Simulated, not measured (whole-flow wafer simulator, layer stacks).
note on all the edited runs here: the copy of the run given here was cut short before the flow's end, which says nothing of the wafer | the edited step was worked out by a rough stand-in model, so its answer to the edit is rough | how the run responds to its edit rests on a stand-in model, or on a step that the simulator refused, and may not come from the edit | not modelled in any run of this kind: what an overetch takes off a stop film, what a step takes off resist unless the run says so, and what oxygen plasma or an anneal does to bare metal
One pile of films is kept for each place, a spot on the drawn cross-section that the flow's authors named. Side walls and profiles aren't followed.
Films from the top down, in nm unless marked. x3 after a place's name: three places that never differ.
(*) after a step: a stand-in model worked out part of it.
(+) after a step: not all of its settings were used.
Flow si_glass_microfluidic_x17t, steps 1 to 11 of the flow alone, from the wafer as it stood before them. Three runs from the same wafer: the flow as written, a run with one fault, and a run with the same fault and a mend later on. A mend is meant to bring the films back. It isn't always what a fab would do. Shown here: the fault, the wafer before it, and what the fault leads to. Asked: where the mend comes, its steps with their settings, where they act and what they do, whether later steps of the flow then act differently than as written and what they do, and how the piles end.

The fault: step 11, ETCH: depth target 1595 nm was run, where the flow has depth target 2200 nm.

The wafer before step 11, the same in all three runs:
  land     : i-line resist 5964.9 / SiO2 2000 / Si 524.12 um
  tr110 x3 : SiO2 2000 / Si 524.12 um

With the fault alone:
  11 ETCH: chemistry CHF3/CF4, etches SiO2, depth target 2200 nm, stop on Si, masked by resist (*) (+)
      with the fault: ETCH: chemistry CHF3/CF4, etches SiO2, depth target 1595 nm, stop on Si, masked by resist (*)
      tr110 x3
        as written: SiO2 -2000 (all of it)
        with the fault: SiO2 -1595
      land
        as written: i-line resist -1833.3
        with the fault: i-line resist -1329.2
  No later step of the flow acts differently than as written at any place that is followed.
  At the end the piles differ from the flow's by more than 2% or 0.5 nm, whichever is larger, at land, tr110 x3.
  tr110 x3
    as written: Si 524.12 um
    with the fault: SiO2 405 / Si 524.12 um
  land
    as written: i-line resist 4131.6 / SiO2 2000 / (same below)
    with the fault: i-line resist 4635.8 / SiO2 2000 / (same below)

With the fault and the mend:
  The mend comes after step 11.
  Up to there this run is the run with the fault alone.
  11a ETCH: chemistry CHF3/CF4, etches SiO2, depth target 605 nm, stop on Si, masked by resist (*) (+) (the flow's step 11 once more, with other settings)
      tr110 x3
        SiO2 -405 (all of it)
      land
        i-line resist -504.2
  No later step of the flow acts differently than as written at any place that is followed.
  At the end the piles are the same as the flow's at every place that both follow.
